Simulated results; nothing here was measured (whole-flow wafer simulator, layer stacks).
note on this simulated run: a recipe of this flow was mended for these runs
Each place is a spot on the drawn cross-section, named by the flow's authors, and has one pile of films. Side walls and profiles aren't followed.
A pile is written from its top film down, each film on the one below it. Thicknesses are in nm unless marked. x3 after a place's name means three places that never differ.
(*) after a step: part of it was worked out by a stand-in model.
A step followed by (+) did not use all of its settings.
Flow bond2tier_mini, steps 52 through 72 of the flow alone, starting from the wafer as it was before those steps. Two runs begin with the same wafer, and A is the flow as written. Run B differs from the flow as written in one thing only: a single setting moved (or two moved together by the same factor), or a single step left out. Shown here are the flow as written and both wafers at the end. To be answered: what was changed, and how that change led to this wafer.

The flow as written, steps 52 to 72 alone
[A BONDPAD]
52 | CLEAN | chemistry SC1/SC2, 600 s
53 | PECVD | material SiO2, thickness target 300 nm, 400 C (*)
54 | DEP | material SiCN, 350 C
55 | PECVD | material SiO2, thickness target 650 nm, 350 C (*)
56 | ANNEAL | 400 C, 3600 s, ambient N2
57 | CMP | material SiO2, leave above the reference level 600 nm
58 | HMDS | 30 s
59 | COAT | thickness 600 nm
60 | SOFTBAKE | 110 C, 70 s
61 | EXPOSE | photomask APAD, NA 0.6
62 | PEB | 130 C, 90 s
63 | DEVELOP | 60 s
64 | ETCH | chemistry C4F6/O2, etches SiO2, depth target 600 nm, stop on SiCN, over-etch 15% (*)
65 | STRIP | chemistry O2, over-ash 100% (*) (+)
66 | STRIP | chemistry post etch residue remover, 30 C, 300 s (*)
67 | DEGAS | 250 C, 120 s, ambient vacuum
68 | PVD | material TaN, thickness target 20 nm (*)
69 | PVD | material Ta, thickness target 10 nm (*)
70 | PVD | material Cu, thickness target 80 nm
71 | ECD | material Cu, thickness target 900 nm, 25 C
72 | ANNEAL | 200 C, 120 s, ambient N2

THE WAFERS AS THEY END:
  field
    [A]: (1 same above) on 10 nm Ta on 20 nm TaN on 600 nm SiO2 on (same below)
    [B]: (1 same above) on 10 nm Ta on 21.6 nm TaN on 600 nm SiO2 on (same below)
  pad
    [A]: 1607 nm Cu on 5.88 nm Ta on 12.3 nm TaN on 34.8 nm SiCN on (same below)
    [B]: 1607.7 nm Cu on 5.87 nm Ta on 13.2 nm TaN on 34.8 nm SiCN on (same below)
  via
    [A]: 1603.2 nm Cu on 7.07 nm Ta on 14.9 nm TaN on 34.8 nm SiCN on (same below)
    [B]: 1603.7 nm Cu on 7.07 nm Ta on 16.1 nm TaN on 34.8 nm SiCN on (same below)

The reason: step 68, PVD: thickness target 21.6 nm was run, though the flow has thickness target 20 nm.
The wafer lets one read it off: field has TaN 21.6, and step 68 as written asks for 20 nm.

How this came from the change, step by step:
  68 | PVD | material TaN, thickness target 20 nm (*)
      field: A +20 TaN (new film) | B +21.6 TaN (new film)
      pad: A +12.3 TaN (new film) | B +13.2 TaN (new film)
      (as well as at 1 more place)
